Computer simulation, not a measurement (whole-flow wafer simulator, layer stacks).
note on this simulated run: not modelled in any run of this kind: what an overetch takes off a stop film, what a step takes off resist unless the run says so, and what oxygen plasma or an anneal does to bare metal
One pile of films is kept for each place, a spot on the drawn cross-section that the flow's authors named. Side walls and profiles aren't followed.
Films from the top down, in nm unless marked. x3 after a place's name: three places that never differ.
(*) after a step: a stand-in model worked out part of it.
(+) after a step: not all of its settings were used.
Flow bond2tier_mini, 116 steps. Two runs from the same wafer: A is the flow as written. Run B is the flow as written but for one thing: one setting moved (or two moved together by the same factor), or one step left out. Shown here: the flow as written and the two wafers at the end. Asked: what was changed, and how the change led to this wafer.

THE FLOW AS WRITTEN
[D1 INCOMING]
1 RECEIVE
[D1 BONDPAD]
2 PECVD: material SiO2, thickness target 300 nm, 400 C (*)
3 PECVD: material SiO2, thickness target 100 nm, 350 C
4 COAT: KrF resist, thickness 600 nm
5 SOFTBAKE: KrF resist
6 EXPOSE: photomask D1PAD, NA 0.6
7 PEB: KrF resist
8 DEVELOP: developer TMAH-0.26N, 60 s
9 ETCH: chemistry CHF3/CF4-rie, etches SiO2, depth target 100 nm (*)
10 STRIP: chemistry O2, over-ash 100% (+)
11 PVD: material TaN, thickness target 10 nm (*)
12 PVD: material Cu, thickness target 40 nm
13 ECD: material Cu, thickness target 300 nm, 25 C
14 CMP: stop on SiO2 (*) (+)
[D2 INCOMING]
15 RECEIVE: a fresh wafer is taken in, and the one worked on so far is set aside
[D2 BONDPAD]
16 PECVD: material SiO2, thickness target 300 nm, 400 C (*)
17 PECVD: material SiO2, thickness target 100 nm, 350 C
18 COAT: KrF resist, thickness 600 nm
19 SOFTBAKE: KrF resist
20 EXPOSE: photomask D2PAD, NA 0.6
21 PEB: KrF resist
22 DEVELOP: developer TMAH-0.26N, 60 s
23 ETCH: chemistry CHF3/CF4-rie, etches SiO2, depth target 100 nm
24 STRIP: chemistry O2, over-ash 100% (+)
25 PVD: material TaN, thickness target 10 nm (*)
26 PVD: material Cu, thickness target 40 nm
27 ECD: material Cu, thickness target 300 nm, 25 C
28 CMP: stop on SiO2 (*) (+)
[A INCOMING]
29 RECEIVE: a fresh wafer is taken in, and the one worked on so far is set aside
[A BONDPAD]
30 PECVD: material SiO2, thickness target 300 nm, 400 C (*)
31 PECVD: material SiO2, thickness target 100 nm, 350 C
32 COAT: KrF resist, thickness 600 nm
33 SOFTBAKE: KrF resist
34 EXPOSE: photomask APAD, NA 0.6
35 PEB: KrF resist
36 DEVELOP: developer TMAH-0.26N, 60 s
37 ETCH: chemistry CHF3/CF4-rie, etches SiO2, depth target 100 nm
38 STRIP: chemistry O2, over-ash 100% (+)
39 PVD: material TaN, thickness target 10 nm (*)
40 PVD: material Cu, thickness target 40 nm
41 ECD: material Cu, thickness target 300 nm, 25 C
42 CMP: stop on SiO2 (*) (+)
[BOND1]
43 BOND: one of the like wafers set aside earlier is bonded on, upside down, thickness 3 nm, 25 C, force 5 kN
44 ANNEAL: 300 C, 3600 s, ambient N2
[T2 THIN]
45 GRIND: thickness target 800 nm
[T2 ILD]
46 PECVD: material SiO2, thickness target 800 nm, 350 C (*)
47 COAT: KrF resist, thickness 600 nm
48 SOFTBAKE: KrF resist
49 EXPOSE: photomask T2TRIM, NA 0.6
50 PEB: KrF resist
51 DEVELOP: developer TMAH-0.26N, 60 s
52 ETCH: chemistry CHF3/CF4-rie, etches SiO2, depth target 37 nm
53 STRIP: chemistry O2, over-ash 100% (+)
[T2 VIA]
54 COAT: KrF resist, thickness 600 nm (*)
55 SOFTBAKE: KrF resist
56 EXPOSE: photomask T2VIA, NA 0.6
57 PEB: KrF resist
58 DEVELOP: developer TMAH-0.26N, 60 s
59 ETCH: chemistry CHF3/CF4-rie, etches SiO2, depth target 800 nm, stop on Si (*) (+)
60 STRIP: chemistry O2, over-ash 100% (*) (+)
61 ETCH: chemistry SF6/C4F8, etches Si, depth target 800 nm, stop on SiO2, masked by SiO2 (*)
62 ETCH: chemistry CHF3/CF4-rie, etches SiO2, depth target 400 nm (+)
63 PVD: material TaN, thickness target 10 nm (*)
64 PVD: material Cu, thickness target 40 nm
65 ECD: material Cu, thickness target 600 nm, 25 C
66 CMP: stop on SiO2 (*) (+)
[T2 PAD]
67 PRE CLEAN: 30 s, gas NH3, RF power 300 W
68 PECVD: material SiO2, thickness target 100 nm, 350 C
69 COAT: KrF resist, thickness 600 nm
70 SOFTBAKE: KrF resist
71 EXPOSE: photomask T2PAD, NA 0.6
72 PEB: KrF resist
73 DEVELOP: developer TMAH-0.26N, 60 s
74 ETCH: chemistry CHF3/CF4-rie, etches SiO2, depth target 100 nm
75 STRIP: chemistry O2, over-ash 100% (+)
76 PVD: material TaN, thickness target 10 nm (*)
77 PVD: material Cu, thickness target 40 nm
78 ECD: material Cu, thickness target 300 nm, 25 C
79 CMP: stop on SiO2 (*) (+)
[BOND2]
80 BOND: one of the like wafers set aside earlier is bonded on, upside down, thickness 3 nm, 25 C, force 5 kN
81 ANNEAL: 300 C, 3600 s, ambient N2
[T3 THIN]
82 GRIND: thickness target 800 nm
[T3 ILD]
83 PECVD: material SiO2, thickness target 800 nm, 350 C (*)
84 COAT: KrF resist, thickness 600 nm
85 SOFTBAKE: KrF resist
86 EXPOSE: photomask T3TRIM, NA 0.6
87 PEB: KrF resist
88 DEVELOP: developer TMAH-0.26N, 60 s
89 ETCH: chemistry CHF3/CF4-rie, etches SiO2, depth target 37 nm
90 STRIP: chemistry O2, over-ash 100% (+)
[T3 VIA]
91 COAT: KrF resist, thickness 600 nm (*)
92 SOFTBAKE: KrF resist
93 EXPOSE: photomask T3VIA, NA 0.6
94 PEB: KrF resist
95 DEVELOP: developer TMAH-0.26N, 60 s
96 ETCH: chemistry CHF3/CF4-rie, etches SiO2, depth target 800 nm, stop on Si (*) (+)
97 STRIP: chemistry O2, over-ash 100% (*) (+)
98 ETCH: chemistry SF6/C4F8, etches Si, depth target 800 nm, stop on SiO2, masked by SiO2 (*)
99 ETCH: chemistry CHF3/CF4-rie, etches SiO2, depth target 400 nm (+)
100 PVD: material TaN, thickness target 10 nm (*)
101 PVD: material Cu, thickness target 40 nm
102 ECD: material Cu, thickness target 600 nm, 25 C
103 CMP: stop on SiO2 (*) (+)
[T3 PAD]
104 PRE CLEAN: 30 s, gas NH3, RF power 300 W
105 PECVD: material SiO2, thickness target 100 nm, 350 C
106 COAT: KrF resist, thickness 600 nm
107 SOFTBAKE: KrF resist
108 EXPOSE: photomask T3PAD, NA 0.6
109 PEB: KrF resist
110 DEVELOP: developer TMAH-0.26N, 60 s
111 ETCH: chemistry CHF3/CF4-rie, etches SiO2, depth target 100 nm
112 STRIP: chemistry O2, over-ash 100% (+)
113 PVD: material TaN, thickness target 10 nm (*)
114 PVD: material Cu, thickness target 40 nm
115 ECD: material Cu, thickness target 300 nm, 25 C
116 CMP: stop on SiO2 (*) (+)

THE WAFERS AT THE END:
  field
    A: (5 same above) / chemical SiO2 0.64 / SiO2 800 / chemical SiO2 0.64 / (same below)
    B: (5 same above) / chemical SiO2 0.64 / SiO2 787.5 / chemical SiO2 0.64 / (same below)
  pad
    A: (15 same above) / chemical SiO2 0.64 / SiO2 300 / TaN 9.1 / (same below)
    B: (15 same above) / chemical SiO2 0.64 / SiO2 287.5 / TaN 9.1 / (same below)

The cause: step 3, PECVD: thickness target 87.5 nm was run, where the flow has thickness target 100 nm.

How the change led to this, step by step:
  3 PECVD: material SiO2, thickness target 100 nm, 350 C
      field, pad, via: A SiO2 +100 | B SiO2 +87.5
  43 BOND: one of the like wafers set aside earlier is bonded on, upside down, thickness 3 nm, 25 C, force 5 kN
      field: A Si +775 um (new film), chemical SiO2 +0.64 (new film), SiO2 +400 | B Si +775 um (new film), chemical SiO2 +0.64 (new film), SiO2 +387.5
      pad: A Si +775 um (new film), chemical SiO2 +0.64 (new film), SiO2 +300 (new film), TaN +9.1 (new film), Cu +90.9 | B Si +775 um (new film), chemical SiO2 +0.64 (new film), SiO2 +287.5 (new film), TaN +9.1 (new film), Cu +90.9
      (and at 1 more place)
